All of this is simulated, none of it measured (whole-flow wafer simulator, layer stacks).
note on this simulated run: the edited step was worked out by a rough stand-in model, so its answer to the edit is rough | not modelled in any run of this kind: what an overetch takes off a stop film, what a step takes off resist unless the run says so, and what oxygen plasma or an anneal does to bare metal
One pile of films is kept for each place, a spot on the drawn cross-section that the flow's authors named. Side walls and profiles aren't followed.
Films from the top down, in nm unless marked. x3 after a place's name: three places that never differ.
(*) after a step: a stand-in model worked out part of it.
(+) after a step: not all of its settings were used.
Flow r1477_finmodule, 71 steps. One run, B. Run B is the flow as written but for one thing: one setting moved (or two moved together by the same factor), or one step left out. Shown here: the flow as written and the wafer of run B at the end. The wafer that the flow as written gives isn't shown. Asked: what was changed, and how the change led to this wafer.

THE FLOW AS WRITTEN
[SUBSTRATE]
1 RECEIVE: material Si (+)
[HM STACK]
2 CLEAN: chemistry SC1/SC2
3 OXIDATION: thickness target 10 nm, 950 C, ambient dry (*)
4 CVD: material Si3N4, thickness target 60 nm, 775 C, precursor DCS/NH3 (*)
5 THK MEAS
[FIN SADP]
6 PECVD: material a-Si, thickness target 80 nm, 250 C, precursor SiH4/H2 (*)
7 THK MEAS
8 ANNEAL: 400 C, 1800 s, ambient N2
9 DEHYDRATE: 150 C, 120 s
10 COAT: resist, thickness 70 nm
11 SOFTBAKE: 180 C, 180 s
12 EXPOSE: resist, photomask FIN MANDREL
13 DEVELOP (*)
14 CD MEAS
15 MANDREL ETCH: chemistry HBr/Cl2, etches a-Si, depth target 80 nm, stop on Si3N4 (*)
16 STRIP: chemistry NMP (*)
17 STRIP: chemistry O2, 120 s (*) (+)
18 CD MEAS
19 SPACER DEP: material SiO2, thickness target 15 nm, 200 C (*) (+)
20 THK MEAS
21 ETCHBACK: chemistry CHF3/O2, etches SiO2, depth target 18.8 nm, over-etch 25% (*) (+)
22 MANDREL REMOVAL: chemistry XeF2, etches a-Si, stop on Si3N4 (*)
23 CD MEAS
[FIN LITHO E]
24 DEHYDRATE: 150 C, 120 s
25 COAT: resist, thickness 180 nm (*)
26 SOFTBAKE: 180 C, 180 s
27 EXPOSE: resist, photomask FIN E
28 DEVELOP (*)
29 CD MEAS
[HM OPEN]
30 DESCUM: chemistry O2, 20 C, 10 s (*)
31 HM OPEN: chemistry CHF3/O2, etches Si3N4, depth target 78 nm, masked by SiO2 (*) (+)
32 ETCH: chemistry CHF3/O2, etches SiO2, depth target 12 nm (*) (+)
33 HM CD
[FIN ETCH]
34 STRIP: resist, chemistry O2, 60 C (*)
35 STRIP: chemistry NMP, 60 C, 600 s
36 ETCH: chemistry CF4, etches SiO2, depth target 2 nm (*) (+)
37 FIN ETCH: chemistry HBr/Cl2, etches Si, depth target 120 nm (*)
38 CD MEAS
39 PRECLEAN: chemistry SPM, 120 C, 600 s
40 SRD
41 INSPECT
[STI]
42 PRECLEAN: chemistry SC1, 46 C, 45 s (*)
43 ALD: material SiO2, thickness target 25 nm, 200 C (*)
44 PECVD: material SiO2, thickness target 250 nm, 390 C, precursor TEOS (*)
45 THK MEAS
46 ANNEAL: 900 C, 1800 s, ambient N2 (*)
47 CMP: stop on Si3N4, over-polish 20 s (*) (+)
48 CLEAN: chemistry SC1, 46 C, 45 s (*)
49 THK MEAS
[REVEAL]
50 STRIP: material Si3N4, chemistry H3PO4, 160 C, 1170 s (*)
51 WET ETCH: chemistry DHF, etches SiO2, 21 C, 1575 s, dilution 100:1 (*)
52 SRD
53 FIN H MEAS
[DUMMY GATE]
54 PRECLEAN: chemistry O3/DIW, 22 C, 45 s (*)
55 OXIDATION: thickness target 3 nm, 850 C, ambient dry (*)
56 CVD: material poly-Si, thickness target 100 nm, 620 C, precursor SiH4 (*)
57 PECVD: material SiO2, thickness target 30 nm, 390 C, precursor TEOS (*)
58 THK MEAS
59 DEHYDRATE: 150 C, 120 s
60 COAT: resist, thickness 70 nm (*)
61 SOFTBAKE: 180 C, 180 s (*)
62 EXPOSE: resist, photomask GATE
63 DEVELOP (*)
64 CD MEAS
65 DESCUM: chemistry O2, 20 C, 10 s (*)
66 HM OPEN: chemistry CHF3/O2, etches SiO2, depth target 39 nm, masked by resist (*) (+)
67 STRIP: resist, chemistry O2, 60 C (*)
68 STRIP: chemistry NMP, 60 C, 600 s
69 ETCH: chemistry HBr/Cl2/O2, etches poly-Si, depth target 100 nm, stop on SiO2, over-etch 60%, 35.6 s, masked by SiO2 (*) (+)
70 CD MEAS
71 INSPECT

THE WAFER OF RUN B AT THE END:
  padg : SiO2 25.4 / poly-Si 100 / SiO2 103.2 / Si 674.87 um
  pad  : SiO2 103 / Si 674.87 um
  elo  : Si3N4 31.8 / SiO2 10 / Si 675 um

The cause: step 69, ETCH: depth target 87 nm was run, where the flow has depth target 100 nm; step 69, ETCH: 31 s was run, where the flow has 35.6 s.

How the change led to this, step by step:
  69 ETCH: chemistry HBr/Cl2/O2, etches poly-Si, depth target 100 nm, stop on SiO2, over-etch 60%, 35.6 s, masked by SiO2 (*) (+)
      padg, elg, esg and 15 more: SiO2 -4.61 (as written it would be: SiO2 -5.3)
